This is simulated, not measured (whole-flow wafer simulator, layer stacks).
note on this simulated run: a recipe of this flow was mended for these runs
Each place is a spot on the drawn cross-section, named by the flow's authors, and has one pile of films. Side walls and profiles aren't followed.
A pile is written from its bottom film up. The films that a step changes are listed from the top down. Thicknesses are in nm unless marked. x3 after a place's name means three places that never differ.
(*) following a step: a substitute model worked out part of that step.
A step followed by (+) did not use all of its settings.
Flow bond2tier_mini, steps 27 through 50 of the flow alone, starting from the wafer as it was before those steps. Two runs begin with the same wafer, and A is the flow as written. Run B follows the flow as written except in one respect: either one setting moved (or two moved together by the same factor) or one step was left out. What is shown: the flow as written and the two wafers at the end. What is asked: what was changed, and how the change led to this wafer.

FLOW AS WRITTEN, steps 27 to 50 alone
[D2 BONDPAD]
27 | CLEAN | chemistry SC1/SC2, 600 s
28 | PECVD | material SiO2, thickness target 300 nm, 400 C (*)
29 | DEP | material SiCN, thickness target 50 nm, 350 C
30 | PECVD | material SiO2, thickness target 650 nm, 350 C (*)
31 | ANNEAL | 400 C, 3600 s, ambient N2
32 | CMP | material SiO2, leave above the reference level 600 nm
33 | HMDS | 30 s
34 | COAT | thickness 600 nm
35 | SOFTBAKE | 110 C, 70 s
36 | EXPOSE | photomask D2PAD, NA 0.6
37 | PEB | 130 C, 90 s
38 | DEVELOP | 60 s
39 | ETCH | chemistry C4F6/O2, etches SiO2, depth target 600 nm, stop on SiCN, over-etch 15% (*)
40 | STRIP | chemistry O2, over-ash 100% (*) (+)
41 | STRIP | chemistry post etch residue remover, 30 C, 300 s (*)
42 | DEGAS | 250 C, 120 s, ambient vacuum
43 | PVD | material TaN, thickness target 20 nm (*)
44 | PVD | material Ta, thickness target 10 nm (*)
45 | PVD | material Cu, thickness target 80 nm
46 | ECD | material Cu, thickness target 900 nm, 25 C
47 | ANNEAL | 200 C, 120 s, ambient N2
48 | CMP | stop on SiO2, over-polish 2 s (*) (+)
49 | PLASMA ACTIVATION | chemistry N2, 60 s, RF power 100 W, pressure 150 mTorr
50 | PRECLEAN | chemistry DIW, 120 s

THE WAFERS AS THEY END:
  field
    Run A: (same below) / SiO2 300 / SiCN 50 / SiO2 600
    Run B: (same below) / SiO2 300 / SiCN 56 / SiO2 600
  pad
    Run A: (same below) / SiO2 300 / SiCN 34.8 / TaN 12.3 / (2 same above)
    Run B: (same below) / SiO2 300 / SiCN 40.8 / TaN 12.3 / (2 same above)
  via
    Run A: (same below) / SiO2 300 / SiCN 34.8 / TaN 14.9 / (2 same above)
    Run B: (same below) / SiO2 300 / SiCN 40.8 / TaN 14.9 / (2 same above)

What caused this: step 29, DEP: thickness target 56 nm was run, while the flow as written has thickness target 50 nm.
One can read it off the wafer: field has SiCN 56, and step 29 as written asks for 50 nm.

The path from the change to this, step by step:
  29 | DEP | material SiCN, thickness target 50 nm, 350 C
      field, pad, via: A +50 SiCN (new film) | B +56 SiCN (new film)
